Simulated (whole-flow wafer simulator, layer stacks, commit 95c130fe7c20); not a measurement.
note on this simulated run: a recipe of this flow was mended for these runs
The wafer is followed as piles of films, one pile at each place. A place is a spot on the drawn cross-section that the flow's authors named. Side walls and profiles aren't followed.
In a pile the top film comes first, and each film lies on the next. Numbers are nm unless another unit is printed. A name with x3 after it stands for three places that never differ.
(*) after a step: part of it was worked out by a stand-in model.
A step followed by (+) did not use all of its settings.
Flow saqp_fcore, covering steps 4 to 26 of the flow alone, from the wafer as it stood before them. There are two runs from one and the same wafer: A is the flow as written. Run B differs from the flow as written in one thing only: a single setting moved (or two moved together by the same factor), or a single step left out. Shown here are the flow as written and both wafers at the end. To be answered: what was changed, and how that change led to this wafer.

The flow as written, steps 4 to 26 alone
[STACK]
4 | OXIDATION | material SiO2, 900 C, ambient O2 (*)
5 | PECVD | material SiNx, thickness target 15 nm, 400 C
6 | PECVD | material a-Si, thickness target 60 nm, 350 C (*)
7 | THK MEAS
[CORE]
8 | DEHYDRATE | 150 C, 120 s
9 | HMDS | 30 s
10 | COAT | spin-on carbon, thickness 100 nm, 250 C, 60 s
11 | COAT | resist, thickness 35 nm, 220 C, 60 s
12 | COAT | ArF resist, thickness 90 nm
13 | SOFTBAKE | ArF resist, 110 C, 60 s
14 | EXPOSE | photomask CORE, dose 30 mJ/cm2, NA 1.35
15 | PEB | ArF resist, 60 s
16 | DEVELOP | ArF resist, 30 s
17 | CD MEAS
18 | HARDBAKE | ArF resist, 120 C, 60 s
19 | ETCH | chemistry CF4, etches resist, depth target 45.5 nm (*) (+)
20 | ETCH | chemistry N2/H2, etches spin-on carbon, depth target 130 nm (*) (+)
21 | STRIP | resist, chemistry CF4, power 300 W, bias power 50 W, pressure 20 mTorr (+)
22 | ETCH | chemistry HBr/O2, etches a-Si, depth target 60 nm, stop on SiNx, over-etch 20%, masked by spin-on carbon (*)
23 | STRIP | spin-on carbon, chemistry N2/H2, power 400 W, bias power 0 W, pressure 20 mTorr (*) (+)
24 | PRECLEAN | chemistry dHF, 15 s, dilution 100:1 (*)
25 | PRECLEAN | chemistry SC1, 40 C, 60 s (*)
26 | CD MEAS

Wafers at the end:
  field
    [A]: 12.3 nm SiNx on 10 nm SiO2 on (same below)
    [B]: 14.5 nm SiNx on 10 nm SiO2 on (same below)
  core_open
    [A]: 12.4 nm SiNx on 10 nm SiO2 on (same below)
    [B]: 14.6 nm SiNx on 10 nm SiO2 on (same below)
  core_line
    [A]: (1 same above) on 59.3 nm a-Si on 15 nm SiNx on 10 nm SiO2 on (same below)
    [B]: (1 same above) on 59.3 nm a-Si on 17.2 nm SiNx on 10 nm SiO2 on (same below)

Cause: step 5, PECVD: thickness target 17.2 nm was run, whereas the flow has thickness target 15 nm.
The wafer lets one read it off: core_line has SiNx 17.2, and step 5 as written asks for 15 nm.

How this came from the change, step by step:
  5 | PECVD | material SiNx, thickness target 15 nm, 400 C
      field, core_open, core_line: A +15 SiNx (new film) | B +17.2 SiNx (new film)
